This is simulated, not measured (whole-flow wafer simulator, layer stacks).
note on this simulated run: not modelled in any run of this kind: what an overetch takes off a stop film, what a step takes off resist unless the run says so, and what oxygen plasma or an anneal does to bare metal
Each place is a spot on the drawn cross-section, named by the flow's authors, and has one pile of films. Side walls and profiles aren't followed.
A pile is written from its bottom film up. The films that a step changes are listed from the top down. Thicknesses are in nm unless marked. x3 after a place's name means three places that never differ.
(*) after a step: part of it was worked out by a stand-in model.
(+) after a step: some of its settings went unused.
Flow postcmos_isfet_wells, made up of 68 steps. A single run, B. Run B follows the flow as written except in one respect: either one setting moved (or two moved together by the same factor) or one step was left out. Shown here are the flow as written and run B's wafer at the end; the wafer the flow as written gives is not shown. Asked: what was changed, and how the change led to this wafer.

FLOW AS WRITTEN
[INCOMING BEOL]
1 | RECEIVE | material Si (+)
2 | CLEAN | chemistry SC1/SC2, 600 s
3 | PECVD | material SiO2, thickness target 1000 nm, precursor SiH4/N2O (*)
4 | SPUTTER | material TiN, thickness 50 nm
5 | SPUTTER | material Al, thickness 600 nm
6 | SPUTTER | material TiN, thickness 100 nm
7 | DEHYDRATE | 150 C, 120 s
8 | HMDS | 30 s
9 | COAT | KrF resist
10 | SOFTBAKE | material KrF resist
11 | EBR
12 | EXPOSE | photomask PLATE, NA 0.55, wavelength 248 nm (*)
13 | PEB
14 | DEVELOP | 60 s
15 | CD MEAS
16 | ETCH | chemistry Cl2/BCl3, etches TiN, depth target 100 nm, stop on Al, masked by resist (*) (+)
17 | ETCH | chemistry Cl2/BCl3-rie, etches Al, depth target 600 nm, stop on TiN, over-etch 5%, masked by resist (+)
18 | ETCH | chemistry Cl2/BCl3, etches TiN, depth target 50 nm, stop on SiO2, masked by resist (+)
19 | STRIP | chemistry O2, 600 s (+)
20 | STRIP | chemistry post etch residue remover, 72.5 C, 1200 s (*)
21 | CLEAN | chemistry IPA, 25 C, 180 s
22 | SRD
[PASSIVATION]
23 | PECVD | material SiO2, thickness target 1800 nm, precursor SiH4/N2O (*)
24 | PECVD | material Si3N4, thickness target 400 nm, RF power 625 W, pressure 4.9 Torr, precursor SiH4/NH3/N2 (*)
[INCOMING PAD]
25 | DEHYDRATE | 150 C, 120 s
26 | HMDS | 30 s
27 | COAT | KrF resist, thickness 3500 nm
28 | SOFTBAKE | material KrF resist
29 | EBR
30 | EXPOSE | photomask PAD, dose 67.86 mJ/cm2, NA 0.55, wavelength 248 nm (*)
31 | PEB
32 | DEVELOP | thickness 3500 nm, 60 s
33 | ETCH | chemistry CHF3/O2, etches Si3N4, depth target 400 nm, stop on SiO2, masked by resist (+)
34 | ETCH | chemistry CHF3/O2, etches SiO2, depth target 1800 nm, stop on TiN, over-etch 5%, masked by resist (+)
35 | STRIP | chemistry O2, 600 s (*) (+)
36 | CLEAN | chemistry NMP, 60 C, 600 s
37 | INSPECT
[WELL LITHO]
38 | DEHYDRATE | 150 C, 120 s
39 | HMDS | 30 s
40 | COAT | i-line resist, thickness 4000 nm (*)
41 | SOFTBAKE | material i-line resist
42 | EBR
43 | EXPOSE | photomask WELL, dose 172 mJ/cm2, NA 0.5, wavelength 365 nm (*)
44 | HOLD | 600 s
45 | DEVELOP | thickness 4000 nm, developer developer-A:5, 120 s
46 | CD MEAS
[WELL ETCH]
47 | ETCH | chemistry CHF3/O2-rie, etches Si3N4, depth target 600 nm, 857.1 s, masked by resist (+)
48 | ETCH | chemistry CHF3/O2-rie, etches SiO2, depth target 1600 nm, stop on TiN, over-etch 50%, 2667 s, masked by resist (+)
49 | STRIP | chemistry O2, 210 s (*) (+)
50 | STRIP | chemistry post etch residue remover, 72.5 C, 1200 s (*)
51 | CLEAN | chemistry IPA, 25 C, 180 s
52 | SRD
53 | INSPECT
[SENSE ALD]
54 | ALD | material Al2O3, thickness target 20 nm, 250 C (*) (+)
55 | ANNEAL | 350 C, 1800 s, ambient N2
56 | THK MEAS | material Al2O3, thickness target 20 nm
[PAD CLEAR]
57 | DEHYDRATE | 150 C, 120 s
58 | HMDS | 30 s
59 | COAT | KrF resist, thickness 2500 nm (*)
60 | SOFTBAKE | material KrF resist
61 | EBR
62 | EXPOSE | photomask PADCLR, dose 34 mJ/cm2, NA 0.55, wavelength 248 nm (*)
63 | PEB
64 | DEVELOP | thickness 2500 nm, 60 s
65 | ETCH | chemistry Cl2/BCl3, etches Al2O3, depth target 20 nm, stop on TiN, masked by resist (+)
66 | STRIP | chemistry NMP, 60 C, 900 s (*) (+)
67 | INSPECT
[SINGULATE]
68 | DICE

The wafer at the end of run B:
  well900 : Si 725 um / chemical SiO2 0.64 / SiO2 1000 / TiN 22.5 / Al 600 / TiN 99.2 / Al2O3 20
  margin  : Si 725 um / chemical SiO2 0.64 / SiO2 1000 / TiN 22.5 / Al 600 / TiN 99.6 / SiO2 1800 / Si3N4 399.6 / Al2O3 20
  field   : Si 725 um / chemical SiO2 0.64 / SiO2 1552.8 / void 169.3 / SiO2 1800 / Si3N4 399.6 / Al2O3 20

The reason: step 4, SPUTTER: thickness 22.5 nm was run, while the flow as written has thickness 50 nm.
The wafer itself shows it: well900 has TiN 22.5, and step 4 as written asks for 50 nm.

Step by step, how the change led to this:
  4 | SPUTTER | material TiN, thickness 50 nm
      field, margin, well900, well1300 x3, pad_rim, pad_clr, pad_open: TiN gains 22.5 (new film) (in the flow as written it would be: TiN gains 50 (new film))
  18 | ETCH | chemistry Cl2/BCl3, etches TiN, depth target 50 nm, stop on SiO2, masked by resist (+)
      margin, well900, well1300 x3, pad_rim, pad_clr, pad_open: KrF resist loses 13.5 (in the flow as written it would be: KrF resist loses 20)
      field: TiN loses 22.5 (all of it) (in the flow as written it would be: TiN loses 50 (all of it))
  23 | PECVD | material SiO2, thickness target 1800 nm, precursor SiH4/N2O (*)
      field: SiO2 gains 1800 (new film), void gains 169.3 (new film), SiO2 gains 552.8 (in the flow as written it would be: SiO2 gains 1800 (new film), void gains 189.9 (new film), SiO2 gains 559.7)
